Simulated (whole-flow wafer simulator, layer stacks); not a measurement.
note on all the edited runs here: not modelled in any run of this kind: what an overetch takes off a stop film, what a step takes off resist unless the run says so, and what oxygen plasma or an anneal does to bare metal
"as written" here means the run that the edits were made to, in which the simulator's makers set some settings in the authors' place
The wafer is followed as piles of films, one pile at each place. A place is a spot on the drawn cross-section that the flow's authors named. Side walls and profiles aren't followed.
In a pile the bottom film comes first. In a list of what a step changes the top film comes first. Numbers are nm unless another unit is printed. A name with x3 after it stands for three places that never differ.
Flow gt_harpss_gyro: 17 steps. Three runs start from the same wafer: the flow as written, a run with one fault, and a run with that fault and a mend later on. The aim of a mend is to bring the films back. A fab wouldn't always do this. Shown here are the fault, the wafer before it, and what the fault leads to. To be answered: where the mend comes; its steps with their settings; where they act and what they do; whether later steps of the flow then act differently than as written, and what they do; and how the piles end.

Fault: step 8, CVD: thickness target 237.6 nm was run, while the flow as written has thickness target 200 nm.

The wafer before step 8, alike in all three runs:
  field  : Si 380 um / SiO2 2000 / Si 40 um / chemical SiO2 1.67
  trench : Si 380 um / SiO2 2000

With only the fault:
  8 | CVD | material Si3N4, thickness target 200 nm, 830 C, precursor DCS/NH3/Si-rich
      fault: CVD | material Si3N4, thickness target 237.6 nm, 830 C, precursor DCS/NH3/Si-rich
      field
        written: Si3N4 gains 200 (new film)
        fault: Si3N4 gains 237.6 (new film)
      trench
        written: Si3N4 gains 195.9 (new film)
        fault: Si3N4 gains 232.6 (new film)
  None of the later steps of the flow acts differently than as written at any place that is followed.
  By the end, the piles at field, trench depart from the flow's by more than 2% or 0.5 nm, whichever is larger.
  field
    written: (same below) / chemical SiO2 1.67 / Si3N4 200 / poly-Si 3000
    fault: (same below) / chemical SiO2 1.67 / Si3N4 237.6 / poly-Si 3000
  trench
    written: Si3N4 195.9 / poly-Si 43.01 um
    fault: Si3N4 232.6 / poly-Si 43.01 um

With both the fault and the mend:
  The mend stands after step 8.
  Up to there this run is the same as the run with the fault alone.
  8a | ETCH | chemistry h3po4, depth target 273.1 nm
      field
        Si3N4 loses 237.6 (all of it)
      trench
        Si3N4 loses 232.6 (all of it)
  8b | CLEAN | chemistry SPM (the flow's step 1 again)
      leaves every film unchanged at each place that is followed
  8c | CVD | material Si3N4, thickness target 200 nm, 830 C, precursor DCS/NH3/Si-rich (the flow's step 8 again)
      field
        Si3N4 gains 200 (new film)
      trench
        Si3N4 gains 195.9 (new film)
  None of the later steps of the flow acts differently than as written at any place that is followed.
  By the end, the piles equal the flow's at every place that both follow.
